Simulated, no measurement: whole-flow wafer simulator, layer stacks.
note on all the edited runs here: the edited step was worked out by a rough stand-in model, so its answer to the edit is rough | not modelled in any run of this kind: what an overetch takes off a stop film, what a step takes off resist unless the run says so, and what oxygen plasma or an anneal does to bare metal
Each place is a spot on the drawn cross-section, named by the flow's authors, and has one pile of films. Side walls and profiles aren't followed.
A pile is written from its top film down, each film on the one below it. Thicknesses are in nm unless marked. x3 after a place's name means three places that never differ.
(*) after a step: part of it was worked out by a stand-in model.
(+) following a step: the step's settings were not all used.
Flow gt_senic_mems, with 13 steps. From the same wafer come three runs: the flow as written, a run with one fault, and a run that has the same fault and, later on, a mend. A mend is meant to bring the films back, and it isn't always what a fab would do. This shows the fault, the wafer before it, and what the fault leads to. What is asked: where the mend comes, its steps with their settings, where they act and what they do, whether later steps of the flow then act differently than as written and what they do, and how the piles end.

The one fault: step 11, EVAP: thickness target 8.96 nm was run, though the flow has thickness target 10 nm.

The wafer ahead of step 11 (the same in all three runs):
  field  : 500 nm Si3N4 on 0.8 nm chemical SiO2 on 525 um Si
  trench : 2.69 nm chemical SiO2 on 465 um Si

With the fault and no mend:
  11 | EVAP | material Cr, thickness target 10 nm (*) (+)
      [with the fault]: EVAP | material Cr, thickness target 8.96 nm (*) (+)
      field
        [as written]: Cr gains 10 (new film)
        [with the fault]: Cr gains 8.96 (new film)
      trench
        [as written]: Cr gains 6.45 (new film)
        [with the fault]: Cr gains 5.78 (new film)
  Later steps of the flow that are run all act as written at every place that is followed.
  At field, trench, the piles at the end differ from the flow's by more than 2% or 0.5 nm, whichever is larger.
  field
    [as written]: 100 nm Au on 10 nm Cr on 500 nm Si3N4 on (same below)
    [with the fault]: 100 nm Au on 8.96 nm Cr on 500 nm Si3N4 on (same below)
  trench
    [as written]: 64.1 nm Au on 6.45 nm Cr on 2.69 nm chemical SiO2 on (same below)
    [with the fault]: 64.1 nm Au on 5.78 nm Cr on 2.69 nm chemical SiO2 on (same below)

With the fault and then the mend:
  The mend follows step 11.
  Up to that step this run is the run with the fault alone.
  11a | EVAP | material Cr, thickness target 1.04 nm (*) (the flow's step 11 again, with other settings)
      field
        Cr gains 1.04
      trench
        Cr gains 0.67
  Later steps of the flow that are run all act as written at every place that is followed.
  At the end the piles are close to the flow's at the places that both follow, differing by at most 2% or 0.5 nm, whichever is larger.
